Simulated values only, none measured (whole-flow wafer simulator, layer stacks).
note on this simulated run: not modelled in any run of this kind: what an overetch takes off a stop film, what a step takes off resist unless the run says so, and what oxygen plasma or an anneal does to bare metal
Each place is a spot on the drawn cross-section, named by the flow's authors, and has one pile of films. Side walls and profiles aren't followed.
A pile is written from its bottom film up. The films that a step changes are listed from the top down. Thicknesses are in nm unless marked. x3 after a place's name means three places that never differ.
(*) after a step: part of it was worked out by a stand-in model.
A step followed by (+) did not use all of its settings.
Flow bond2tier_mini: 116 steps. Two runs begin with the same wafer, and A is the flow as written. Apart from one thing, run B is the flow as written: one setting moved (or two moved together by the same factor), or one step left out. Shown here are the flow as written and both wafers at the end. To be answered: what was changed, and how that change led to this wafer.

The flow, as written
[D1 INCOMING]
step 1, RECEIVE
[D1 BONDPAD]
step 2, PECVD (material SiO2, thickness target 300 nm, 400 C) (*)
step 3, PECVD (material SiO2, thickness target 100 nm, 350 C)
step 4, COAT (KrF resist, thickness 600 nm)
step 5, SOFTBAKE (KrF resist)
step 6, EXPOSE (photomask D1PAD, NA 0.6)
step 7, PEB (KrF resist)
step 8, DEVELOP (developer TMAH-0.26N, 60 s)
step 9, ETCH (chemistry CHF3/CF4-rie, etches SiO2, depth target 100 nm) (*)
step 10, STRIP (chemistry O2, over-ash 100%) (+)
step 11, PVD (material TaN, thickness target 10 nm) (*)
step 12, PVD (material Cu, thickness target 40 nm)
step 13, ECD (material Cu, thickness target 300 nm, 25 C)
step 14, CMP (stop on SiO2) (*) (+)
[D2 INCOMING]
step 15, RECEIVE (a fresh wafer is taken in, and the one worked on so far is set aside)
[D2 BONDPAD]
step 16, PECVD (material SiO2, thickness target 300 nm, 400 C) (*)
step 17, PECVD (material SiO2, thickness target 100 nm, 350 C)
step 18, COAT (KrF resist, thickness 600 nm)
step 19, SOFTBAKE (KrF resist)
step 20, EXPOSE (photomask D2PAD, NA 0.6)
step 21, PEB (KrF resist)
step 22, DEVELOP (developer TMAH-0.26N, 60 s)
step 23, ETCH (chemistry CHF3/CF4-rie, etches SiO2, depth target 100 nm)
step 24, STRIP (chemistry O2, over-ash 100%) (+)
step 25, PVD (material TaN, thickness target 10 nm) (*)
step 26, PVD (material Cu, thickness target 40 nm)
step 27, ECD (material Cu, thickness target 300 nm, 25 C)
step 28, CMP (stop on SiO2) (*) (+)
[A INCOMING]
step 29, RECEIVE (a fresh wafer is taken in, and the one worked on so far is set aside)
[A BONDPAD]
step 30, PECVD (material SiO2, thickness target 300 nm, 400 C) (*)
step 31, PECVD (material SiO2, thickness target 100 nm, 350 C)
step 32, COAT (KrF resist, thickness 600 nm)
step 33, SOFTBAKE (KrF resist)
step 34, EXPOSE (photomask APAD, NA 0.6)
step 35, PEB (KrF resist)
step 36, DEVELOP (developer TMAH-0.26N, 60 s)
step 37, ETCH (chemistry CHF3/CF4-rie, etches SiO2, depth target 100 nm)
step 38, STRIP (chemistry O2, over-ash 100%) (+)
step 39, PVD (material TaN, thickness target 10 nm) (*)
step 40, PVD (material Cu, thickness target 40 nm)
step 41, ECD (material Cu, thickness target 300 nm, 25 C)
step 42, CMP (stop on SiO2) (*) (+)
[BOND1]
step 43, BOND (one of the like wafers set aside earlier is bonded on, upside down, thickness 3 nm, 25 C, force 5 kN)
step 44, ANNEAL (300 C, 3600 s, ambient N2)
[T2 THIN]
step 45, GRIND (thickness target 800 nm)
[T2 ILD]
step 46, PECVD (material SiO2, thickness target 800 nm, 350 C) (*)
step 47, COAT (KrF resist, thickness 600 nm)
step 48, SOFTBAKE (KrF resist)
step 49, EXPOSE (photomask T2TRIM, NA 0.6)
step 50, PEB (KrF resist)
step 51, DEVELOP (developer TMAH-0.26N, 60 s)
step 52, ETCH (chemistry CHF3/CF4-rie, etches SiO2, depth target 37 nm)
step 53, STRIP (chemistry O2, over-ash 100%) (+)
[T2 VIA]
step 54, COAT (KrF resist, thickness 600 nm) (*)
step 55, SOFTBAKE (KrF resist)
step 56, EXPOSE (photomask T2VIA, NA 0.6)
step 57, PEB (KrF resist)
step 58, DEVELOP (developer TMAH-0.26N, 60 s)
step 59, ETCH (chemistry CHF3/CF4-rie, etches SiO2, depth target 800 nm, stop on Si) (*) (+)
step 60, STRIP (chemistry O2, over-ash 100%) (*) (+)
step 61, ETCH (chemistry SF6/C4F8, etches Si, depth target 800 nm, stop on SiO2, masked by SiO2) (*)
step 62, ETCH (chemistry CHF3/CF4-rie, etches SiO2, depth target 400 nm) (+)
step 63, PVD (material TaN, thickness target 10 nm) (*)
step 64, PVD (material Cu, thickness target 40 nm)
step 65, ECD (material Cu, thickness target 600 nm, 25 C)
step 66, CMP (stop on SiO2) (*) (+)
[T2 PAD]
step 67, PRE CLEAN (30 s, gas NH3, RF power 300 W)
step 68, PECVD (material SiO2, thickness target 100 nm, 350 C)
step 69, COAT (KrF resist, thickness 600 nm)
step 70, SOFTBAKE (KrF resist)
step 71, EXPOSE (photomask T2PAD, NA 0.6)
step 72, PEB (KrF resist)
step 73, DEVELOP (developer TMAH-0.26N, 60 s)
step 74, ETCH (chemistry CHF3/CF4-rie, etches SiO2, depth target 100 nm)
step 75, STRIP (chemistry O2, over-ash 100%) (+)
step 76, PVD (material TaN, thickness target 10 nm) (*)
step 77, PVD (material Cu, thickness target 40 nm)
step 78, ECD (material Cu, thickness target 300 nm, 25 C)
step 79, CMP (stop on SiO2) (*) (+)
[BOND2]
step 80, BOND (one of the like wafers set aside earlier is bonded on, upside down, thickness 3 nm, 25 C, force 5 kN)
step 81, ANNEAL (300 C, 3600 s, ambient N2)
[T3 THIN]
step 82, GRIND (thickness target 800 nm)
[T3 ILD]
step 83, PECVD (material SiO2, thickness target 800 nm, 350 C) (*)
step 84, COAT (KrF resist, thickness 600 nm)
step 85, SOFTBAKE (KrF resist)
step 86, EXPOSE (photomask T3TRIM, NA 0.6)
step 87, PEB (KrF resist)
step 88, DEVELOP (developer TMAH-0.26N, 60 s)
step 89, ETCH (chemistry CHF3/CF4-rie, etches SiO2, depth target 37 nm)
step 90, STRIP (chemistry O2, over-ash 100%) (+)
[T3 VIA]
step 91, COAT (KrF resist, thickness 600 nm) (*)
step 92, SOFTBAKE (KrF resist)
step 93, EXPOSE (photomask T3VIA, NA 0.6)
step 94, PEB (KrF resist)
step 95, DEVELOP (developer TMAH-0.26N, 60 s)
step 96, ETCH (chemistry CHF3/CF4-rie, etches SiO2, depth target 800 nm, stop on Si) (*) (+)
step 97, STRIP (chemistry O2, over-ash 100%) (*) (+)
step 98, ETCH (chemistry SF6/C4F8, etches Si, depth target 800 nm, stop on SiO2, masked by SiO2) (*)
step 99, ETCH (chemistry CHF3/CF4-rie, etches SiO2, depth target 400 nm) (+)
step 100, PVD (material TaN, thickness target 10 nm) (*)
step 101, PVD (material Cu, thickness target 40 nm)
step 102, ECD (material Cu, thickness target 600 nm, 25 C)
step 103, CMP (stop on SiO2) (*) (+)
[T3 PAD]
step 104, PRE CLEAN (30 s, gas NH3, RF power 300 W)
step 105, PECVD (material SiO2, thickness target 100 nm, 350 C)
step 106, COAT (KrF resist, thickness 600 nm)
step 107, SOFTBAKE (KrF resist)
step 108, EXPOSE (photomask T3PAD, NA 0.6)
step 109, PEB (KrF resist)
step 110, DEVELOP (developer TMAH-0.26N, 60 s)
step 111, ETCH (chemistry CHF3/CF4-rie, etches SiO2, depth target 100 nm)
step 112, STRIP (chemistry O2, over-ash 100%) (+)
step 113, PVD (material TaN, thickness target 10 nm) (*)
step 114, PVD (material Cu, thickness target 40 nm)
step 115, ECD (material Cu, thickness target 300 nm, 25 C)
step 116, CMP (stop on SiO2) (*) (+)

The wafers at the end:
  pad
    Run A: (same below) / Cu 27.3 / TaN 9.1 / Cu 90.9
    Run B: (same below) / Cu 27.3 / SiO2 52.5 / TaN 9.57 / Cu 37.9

The reason: step 111, ETCH: depth target 47.5 nm was run, while the flow as written has depth target 100 nm.

The path from the change to this, step by step:
  step 111, ETCH (chemistry CHF3/CF4-rie, etches SiO2, depth target 100 nm)
      pad: A -100 SiO2 (all of it) | B -47.5 SiO2
      field: A -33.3 KrF resist | B -15.8 KrF resist
  step 112, STRIP (chemistry O2, over-ash 100%) (+)
      field: A -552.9 KrF resist (all of it) | B -570.4 KrF resist (all of it)
  step 114, PVD (material Cu, thickness target 40 nm)
      pad: A +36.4 Cu (new film) | B +38.3 Cu (new film)
  step 115, ECD (material Cu, thickness target 300 nm, 25 C)
      pad: A +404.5 Cu | B +349.7 Cu
With metal films that touch counted as one body, pad has 4 bodies (between them, from the top down: SiO2 52.5; SiO2 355 / Si 800 / chemical SiO2 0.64 / SiO2 300; SiO2 355 / Si 800 / chemical SiO2 0.64 / SiO2 300); the flow as written gives 3 bodies (between them, from the top down: SiO2 355 / Si 800 / chemical SiO2 0.64 / SiO2 300; SiO2 355 / Si 800 / chemical SiO2 0.64 / SiO2 300).
